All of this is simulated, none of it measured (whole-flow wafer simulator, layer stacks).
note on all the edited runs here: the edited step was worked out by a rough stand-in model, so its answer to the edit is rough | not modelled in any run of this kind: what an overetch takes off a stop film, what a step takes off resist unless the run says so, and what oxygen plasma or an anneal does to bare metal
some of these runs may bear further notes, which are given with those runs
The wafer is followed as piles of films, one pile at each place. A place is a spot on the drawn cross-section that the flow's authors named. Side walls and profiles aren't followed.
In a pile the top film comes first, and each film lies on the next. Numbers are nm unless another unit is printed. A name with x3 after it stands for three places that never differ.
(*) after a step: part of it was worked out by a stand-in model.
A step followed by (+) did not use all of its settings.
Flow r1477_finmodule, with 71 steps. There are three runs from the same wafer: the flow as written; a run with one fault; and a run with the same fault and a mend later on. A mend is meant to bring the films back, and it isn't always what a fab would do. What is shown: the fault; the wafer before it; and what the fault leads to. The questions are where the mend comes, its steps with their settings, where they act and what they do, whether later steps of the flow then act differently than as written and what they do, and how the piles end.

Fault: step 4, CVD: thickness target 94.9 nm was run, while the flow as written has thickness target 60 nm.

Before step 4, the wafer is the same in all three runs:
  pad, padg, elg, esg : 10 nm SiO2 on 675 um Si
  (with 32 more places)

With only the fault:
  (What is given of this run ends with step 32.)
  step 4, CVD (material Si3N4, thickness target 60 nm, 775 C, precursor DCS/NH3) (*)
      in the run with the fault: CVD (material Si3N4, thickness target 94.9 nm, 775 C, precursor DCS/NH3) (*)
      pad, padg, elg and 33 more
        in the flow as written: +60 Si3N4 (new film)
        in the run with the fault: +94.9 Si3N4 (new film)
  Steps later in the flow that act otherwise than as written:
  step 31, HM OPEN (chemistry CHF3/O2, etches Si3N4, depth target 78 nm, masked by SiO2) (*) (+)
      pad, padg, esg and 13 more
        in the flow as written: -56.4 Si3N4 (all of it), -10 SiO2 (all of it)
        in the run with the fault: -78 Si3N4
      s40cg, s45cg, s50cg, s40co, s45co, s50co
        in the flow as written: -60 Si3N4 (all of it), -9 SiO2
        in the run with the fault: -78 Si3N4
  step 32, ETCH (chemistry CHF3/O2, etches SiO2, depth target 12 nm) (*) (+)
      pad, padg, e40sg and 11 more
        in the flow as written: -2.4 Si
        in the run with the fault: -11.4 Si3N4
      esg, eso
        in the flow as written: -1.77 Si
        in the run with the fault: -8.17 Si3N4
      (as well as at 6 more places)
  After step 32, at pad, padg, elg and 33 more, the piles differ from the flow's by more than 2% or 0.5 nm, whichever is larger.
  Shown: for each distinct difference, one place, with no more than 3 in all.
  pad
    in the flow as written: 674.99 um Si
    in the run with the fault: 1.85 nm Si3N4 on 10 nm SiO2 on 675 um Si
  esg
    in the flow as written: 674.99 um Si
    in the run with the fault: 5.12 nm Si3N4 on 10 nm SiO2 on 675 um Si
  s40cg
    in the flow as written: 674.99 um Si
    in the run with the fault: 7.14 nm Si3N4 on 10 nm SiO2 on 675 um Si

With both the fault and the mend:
  After step 5 comes the mend.
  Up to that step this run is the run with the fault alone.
  step 5a, ETCH (chemistry h3po4, depth target 34.9 nm)
      pad, padg, elg and 33 more
        -34.9 Si3N4
  Later steps of the flow that are run all act as written at every place that is followed.
  At every place that both follow, the piles at the end match the flow's.
